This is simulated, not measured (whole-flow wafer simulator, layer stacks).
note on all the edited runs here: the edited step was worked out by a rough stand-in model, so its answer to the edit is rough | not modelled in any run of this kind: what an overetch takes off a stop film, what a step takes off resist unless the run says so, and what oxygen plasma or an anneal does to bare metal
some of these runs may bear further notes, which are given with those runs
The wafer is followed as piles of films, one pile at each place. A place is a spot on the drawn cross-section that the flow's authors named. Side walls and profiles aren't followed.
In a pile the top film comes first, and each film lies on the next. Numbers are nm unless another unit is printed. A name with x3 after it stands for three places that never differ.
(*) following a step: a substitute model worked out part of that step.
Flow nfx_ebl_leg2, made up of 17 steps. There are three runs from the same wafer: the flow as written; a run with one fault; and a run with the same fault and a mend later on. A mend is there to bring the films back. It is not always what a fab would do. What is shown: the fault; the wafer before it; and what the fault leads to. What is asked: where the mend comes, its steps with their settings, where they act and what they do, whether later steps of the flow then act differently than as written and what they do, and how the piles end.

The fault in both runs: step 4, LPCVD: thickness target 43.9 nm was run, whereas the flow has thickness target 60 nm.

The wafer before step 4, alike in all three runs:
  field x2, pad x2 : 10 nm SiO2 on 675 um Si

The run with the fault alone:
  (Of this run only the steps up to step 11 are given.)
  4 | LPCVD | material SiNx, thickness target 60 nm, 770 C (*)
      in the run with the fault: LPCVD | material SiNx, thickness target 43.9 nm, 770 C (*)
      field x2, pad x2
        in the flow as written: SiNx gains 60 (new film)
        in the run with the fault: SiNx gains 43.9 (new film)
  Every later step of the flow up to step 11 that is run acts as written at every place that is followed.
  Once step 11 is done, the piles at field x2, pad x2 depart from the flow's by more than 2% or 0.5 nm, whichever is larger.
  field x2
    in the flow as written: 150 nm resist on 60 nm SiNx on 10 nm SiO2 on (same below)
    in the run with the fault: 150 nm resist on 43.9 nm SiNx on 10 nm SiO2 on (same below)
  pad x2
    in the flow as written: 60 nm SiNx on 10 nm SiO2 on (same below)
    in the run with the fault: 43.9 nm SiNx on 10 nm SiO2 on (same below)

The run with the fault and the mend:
  The mend stands after step 11.
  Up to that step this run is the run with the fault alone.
  11a | STRIP | resist, chemistry O2, 25 C (*)
      field x2
        resist loses 150 (all of it)
  11b | CLEAN | chemistry SC1/SC2 (*) (the flow's step 2, run once more)
      alters no film at any place that is followed
  11c | LPCVD | material SiNx, thickness target 16.1 nm, 770 C (*) (the flow's step 4, run once more with other settings)
      field x2, pad x2
        SiNx gains 16.1
  11d | DEHYDRATE | 180 C, 120 s (the flow's step 6, run once more)
      alters no film at any place that is followed
  11e | COAT | resist, thickness 150 nm (the flow's step 7, run once more)
      field x2, pad x2
        resist gains 150 (new film)
  11f | SOFTBAKE | resist, 150 C, 60 s (the flow's step 8, run once more)
      alters no film at any place that is followed
  11g | EXPOSE | PMMA, thickness 150 nm, photomask GRATING (*) (the flow's step 9, run once more)
      alters no film at any place that is followed
  11h | DEVELOP | resist, thickness 150 nm, developer developer-C-546, 60 s (*) (the flow's step 10, run once more)
      pad x2
        resist loses 150 (all of it)
  Every later step of the flow that is run acts as written at every place that is followed.
  By the end, the piles equal the flow's at every place that both follow.
